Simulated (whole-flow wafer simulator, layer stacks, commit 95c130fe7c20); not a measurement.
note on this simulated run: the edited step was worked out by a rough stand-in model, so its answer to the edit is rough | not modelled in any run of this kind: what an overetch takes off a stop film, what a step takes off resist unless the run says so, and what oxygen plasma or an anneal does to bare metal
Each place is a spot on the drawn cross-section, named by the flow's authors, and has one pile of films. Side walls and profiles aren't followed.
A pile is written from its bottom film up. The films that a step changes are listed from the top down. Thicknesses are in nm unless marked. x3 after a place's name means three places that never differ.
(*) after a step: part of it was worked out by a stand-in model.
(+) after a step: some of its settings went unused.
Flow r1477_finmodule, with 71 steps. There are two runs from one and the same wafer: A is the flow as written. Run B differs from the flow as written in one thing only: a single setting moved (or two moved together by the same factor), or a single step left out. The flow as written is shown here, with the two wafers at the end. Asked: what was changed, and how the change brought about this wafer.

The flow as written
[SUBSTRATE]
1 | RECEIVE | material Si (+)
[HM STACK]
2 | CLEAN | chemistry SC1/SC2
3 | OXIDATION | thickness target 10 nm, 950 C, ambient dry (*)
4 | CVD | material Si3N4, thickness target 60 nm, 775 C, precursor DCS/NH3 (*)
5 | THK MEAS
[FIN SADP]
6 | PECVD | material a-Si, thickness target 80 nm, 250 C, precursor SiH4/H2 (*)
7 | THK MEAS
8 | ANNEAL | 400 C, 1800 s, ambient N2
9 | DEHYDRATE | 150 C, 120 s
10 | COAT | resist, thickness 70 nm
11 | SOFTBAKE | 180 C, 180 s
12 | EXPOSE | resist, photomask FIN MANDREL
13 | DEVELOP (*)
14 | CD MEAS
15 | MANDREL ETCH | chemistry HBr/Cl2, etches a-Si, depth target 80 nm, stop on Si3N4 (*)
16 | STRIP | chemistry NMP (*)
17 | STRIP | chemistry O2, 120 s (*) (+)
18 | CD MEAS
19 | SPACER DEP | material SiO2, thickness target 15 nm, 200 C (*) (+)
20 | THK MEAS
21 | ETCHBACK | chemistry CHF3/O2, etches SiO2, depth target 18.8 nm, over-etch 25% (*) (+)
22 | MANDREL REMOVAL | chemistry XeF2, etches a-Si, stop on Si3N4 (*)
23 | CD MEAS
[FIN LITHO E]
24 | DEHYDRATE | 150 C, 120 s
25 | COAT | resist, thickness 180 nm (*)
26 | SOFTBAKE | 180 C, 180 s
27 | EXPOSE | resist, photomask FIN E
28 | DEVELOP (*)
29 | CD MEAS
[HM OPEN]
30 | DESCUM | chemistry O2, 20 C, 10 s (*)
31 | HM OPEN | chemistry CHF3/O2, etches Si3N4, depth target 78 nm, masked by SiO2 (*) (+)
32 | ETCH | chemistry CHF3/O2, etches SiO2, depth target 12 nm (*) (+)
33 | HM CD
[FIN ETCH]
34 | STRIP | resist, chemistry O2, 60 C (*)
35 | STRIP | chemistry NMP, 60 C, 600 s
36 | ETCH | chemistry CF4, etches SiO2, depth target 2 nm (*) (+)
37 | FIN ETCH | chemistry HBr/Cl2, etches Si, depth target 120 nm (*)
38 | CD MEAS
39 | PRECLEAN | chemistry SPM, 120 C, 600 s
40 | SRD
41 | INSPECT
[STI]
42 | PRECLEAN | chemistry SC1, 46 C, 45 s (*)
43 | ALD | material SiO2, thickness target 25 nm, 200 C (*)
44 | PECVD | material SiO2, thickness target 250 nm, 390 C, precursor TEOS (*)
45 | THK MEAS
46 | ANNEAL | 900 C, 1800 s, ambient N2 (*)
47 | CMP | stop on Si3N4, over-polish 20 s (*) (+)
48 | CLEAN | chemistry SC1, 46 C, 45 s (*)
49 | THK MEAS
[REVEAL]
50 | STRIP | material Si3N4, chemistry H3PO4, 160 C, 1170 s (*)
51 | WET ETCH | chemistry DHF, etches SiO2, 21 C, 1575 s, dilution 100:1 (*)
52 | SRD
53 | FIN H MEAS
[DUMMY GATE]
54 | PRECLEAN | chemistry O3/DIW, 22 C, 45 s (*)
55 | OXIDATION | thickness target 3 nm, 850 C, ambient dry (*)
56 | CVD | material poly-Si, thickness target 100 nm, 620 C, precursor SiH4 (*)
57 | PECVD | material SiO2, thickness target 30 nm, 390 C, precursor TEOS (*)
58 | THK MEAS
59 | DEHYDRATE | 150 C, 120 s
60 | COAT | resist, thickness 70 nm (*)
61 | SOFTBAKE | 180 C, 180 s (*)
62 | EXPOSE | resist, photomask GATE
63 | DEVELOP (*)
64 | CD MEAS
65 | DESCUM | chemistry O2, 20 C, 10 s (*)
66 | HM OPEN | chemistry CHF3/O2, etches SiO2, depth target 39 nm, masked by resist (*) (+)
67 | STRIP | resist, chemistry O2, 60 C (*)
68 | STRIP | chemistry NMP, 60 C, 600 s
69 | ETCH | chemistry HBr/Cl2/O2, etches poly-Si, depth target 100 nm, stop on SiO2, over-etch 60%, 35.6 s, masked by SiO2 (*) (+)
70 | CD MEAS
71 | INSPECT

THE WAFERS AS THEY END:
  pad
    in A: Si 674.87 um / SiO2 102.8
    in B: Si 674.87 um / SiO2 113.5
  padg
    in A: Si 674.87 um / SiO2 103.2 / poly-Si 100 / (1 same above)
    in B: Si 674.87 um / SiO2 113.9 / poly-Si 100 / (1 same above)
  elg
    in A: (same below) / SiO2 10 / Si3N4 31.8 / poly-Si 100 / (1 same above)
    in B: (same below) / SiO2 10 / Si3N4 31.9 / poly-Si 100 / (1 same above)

The reason: step 46, ANNEAL: 1080 C was run, whereas the flow has 900 C.

Step by step, how the change led to this:
  46 | ANNEAL | 900 C, 1800 s, ambient N2 (*)
      pad, padg, elg and 33 more: A -11.2 SiO2 | B nothing
  47 | CMP | stop on Si3N4, over-polish 20 s (*) (+)
      pad, padg, e40sg and 11 more: A -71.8 SiO2 | B -83 SiO2
      elg, esg, e40lg and 6 more: A -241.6 SiO2 | B -252.9 SiO2
      (also at 13 further places)
  51 | WET ETCH | chemistry DHF, etches SiO2, 21 C, 1575 s, dilution 100:1 (*)
      pad, padg, e40sg and 12 more: A -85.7 SiO2 | B -75 SiO2
      esg, s40cg, s45cg, s50cg, s40co, s45co, s50co: A -79.1 SiO2 | B -72.1 SiO2
  56 | CVD | material poly-Si, thickness target 100 nm, 620 C, precursor SiH4 (*)
      s40cg, s40co: A +113.9 poly-Si (new film) | B +106.9 poly-Si (new film)
      s45cg, s45co: A +113.4 poly-Si (new film) | B +106.4 poly-Si (new film)
      (also at 3 further places)
  60 | COAT | resist, thickness 70 nm (*)
      e40sg, eso, e40so: A +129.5 resist (new film) | B +119.5 resist (new film)
      e100sg, e100so: A +129.4 resist (new film) | B +119.4 resist (new film)
      (also at 8 further places)
  63 | DEVELOP (*)
      eso, e40so: A -129.5 resist (all of it) | B -119.5 resist (all of it)
      e100so: A -129.4 resist (all of it) | B -119.4 resist (all of it)
      (also at 4 further places)
  67 | STRIP | resist, chemistry O2, 60 C (*)
      e40sg: A -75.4 resist (all of it) | B -65.4 resist (all of it)
      e100sg: A -75.3 resist (all of it) | B -65.3 resist (all of it)
      (also at 4 further places)
  69 | ETCH | chemistry HBr/Cl2/O2, etches poly-Si, depth target 100 nm, stop on SiO2, over-etch 60%, 35.6 s, masked by SiO2 (*) (+)
      s40co: A -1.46 chemical SiO2 (all of it), -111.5 poly-Si (all of it), -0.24 SiO2 | B -1.41 chemical SiO2 (all of it), -104.5 poly-Si (all of it), -0.28 SiO2
      s45co: A -1.46 chemical SiO2 (all of it), -110.9 poly-Si (all of it), -0.25 SiO2 | B -1.41 chemical SiO2 (all of it), -104 poly-Si (all of it), -0.28 SiO2
      (also at 1 further place)
